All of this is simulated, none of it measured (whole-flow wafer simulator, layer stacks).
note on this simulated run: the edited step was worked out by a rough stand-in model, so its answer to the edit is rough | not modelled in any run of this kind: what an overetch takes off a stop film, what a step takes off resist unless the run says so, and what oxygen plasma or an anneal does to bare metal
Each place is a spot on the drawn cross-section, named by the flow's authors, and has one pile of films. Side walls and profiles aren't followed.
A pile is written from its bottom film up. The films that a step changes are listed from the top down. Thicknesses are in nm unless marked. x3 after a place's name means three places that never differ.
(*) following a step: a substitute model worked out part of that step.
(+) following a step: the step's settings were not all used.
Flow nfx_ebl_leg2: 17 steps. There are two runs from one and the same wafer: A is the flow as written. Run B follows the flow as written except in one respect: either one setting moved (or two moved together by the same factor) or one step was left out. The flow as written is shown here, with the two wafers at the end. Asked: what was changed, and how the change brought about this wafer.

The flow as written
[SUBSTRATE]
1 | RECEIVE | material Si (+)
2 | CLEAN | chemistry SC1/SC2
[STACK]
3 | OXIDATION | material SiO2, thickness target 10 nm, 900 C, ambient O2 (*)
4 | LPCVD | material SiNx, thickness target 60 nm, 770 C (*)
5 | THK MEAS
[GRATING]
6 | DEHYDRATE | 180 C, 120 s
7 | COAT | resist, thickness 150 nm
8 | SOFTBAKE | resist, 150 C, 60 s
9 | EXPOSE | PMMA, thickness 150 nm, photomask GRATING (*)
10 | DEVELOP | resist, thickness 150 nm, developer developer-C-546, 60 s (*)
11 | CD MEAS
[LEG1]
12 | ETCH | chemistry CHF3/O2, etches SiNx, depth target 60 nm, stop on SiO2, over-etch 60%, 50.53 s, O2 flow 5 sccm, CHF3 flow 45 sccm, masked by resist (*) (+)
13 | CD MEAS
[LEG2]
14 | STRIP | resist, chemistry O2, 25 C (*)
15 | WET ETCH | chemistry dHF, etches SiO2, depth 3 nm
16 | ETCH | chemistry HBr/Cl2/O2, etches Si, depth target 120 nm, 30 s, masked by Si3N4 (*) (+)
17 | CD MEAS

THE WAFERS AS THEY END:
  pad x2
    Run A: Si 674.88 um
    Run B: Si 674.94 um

The reason: step 16, ETCH: depth target 51 nm was run, whereas the flow has depth target 120 nm.

Step by step, how the change led to this:
  16 | ETCH | chemistry HBr/Cl2/O2, etches Si, depth target 120 nm, 30 s, masked by Si3N4 (*) (+)
      pad x2: A -120 Si | B -51 Si
